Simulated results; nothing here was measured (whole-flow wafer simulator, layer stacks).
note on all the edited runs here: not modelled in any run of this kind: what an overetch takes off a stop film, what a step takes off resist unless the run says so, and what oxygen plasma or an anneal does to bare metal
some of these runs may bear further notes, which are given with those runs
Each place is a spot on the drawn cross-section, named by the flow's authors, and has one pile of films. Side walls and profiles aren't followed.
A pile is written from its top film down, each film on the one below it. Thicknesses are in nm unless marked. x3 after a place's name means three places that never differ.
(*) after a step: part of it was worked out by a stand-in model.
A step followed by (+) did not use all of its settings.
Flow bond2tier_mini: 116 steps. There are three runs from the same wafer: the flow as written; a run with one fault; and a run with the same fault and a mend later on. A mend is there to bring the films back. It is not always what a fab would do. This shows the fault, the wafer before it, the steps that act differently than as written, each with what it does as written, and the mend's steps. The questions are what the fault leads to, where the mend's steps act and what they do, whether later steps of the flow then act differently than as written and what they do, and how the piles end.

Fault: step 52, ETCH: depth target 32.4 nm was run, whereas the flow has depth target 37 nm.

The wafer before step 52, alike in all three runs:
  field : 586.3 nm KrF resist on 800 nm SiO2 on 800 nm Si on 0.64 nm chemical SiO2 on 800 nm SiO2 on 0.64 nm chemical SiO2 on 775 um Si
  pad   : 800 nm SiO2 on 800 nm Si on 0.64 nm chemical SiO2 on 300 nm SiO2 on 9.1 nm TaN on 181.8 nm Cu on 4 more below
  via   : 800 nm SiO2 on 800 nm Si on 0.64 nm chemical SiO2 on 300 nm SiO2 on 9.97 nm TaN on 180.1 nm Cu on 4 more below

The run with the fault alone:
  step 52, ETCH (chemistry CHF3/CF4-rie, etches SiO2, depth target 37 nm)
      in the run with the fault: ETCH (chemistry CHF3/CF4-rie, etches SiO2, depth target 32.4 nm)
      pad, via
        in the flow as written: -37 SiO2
        in the run with the fault: -32.4 SiO2
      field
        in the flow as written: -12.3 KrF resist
        in the run with the fault: -10.8 KrF resist
  Later steps of the flow that are run all act as written at every place that is followed, up to a difference of at most 2% or 0.5 nm, whichever is larger.
  At pad, the piles at the end differ from the flow's by more than 2% or 0.5 nm, whichever is larger.
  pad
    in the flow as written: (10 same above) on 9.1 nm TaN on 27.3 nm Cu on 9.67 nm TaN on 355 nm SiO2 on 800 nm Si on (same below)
    in the run with the fault: (10 same above) on 9.1 nm TaN on 22.7 nm Cu on 9.71 nm TaN on 359.6 nm SiO2 on 800 nm Si on (same below)

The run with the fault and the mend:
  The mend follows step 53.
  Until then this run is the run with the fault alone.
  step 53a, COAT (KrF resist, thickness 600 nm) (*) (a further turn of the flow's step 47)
      field
        +586.3 KrF resist (new film)
      pad
        +614.3 KrF resist (new film)
      via
        +612.6 KrF resist (new film)
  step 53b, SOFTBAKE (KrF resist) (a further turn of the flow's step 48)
      leaves every film unchanged at each place that is followed
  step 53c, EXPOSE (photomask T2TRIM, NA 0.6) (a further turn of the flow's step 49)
      leaves every film unchanged at each place that is followed
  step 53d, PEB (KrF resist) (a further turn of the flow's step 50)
      leaves every film unchanged at each place that is followed
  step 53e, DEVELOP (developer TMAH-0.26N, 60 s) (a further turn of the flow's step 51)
      field
        -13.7 KrF resist
      pad
        -614.3 KrF resist (all of it)
      via
        -612.6 KrF resist (all of it)
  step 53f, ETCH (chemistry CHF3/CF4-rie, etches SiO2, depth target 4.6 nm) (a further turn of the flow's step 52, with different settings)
      pad, via
        -4.6 SiO2
      field
        -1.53 KrF resist
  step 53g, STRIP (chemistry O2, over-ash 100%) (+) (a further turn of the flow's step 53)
      field
        -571 KrF resist (all of it)
  Later steps of the flow that are run all act as written at every place that is followed.
  The piles end the same as the flow's at every place that both follow.
